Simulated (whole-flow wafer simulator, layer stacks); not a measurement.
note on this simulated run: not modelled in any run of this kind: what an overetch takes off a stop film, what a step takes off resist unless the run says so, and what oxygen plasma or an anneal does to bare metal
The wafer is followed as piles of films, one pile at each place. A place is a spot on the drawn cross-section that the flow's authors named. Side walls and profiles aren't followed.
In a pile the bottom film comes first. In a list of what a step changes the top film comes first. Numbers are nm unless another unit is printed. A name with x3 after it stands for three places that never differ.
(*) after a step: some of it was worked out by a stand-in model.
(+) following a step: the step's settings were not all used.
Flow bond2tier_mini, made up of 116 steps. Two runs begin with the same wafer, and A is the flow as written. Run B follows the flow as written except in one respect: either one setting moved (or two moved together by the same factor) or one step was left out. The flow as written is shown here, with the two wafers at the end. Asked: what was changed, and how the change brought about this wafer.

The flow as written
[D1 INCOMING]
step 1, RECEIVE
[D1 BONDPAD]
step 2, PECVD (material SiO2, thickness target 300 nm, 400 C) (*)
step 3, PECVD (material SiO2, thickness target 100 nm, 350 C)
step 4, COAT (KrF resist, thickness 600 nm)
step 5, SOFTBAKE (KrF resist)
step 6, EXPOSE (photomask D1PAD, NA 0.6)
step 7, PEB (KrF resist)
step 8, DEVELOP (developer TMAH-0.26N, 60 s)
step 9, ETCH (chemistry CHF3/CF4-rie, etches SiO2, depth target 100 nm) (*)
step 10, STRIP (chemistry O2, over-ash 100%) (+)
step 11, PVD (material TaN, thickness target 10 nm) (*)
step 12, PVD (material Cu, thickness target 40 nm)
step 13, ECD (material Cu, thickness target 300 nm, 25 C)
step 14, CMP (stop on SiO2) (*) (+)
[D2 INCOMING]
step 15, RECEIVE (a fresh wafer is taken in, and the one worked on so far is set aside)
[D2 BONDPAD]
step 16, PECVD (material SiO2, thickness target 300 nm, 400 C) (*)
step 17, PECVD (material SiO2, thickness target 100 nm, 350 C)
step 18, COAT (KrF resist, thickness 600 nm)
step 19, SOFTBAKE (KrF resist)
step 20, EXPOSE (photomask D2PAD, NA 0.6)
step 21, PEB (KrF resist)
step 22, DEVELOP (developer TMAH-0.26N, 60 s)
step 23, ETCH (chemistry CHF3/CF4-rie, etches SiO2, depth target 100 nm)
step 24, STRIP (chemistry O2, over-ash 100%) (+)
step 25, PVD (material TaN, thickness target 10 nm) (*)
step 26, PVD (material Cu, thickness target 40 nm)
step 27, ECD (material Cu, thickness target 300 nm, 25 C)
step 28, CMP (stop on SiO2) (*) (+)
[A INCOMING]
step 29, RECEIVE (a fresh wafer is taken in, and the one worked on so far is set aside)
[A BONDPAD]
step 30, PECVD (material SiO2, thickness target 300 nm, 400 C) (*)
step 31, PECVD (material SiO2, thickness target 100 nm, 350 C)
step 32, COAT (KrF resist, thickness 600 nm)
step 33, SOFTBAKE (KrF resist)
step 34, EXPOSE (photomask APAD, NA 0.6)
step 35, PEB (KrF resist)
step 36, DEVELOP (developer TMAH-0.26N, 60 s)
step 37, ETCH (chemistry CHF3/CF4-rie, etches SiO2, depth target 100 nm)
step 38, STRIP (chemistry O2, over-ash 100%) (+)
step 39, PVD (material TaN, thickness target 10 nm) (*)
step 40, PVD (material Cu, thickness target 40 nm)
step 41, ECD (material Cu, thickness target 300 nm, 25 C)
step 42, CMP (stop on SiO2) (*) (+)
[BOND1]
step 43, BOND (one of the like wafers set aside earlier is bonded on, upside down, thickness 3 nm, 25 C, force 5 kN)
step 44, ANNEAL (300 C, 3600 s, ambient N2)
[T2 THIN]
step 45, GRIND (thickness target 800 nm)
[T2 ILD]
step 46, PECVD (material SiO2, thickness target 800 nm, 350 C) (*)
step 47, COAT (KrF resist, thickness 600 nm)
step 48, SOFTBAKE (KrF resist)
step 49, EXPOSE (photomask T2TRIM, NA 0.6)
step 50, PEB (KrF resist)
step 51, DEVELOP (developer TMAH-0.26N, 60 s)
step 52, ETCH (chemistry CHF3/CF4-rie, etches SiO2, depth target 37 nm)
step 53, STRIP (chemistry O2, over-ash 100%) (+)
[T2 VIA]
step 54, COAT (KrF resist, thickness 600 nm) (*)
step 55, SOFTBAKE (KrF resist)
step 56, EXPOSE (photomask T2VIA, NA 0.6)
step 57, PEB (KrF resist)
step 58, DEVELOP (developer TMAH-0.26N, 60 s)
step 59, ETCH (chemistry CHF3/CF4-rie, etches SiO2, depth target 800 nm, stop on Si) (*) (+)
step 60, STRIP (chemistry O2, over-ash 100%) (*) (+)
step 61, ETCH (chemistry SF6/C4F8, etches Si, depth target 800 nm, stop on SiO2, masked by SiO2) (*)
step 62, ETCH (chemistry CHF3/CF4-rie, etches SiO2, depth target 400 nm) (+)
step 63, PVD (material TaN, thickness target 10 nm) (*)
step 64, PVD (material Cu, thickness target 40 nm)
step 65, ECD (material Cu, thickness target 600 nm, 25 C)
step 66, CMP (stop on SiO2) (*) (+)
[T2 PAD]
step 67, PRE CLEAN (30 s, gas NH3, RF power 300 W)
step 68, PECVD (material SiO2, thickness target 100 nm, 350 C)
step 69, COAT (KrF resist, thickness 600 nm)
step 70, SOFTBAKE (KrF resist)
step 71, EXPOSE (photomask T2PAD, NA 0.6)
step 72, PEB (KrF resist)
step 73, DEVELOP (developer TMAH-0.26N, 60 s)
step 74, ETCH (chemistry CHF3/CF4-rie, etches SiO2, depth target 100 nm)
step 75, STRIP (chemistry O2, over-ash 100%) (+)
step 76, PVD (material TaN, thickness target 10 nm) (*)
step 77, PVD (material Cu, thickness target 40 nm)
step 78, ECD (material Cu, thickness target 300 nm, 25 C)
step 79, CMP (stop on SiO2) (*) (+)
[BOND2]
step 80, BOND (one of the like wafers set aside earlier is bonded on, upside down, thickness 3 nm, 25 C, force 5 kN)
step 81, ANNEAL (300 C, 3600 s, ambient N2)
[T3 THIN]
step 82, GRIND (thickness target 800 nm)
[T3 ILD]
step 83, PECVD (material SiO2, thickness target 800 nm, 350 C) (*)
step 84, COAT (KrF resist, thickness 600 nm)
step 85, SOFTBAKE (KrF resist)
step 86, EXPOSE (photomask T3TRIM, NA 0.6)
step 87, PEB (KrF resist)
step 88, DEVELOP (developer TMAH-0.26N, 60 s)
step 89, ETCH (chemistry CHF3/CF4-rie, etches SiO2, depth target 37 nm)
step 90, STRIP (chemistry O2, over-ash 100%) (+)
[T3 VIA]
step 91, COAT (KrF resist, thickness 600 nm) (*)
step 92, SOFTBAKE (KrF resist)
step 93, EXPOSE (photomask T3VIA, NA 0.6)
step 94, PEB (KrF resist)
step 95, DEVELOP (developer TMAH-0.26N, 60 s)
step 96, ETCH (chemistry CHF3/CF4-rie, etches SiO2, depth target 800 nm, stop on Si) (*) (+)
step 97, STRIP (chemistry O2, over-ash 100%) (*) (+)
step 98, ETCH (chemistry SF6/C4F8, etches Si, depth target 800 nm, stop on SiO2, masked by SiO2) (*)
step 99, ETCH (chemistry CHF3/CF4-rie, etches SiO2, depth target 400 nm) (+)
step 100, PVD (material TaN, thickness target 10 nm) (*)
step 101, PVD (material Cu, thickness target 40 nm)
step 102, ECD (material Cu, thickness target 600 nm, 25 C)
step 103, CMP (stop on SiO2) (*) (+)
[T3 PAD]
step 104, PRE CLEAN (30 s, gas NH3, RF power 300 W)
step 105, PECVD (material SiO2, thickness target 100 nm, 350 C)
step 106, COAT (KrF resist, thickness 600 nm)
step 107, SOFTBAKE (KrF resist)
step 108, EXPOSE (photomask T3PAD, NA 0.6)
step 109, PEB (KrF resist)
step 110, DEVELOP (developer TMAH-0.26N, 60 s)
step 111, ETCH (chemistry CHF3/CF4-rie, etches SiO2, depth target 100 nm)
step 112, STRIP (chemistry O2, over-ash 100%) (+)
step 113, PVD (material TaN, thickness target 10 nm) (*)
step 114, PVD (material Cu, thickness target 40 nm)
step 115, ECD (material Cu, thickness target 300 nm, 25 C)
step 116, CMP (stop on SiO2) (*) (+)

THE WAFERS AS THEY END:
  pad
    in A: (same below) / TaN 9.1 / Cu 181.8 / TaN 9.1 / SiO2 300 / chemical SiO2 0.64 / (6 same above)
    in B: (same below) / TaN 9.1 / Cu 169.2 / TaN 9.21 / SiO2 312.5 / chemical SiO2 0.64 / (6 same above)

What caused this: step 23, ETCH: depth target 87.5 nm was run, though the flow has depth target 100 nm.

The path from the change to this, step by step:
  step 23, ETCH (chemistry CHF3/CF4-rie, etches SiO2, depth target 100 nm)
      pad, via: A SiO2 loses 100 | B SiO2 loses 87.5
      field: A KrF resist loses 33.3 | B KrF resist loses 29.2
  step 27, ECD (material Cu, thickness target 300 nm, 25 C)
      pad: A Cu gains 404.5 | B Cu gains 391.4
      via: A Cu gains 400.2 | B Cu gains 387.6
  step 80, BOND (one of the like wafers set aside earlier is bonded on, upside down, thickness 3 nm, 25 C, force 5 kN)
      pad: A Si gains 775 um (new film), chemical SiO2 gains 0.64 (new film), SiO2 gains 300 (new film), TaN gains 9.1 (new film), Cu gains 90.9 | B Si gains 775 um (new film), chemical SiO2 gains 0.64 (new film), SiO2 gains 312.5 (new film), TaN gains 9.21 (new film), Cu gains 78.3
